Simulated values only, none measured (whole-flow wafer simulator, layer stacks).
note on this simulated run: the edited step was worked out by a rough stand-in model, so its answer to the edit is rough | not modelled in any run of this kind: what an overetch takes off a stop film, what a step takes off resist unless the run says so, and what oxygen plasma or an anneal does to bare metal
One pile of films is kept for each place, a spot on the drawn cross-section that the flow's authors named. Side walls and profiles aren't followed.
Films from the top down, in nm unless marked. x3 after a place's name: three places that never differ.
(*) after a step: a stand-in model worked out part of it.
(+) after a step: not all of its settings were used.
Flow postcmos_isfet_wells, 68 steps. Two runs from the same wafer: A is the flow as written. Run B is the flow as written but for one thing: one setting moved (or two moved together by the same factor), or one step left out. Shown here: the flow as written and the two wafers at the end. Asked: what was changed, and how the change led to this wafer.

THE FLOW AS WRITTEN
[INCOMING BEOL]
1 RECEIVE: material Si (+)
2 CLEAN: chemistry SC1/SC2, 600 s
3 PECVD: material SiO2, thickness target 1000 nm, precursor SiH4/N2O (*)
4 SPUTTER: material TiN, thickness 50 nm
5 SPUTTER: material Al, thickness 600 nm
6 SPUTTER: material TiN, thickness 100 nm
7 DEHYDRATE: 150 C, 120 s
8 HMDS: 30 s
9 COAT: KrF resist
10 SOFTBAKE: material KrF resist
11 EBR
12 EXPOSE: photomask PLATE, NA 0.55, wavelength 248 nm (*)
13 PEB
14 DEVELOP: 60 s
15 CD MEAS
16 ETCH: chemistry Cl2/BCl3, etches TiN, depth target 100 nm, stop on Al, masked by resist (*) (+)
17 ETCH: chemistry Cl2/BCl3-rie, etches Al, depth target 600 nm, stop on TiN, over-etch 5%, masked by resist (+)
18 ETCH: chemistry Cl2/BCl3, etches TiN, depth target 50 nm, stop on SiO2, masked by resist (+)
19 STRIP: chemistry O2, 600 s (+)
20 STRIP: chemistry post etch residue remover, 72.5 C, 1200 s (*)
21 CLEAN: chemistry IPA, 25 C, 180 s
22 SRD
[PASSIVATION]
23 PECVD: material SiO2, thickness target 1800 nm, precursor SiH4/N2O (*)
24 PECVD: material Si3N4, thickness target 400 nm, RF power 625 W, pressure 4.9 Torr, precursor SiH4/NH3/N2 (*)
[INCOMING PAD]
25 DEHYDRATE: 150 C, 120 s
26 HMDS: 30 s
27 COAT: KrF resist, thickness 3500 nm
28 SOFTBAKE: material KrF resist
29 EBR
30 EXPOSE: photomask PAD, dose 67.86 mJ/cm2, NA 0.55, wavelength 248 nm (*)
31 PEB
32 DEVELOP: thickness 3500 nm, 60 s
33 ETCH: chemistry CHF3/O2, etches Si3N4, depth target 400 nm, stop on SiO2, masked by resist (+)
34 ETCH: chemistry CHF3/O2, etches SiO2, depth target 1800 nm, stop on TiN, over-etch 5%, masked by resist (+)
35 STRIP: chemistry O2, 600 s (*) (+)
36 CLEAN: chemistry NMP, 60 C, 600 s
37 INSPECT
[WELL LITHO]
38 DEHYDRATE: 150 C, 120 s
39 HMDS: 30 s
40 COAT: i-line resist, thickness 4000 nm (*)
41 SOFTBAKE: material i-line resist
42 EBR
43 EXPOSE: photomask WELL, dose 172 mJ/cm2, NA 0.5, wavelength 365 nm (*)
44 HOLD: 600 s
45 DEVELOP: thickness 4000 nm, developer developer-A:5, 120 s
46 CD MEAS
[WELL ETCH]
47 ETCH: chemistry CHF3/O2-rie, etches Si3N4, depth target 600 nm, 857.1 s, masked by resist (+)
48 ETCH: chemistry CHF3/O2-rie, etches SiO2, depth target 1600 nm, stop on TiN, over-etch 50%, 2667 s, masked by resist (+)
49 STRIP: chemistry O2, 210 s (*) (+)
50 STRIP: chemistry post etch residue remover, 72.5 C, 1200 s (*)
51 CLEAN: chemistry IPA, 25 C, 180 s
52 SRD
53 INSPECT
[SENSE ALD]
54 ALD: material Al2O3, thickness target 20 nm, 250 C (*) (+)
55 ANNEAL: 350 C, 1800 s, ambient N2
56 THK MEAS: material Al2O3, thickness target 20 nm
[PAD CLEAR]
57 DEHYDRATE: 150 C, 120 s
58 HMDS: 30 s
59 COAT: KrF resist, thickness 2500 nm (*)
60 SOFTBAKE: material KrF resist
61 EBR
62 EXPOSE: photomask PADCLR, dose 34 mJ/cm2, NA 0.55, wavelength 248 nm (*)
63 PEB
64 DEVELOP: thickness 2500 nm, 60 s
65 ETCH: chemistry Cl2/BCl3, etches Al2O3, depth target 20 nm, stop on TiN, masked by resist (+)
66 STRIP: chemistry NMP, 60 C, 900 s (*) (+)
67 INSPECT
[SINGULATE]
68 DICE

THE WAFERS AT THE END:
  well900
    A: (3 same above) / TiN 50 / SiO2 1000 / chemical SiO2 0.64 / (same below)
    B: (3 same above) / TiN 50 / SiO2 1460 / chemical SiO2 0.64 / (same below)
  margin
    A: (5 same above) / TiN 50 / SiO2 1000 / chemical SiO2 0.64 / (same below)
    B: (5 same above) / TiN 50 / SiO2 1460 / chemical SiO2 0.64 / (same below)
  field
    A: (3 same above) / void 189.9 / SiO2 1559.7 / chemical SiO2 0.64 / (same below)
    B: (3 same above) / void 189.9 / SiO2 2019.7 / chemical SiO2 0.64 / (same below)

The cause: step 3, PECVD: thickness target 1460 nm was run, where the flow has thickness target 1000 nm.
It can be read off the wafer: well900 has SiO2 1460, and step 3 as written asks for 1000 nm.

How the change led to this, step by step:
  3 PECVD: material SiO2, thickness target 1000 nm, precursor SiH4/N2O (*)
      field, margin, well900, well1300 x3, pad_rim, pad_clr, pad_open: A SiO2 +1000 (new film) | B SiO2 +1460 (new film)
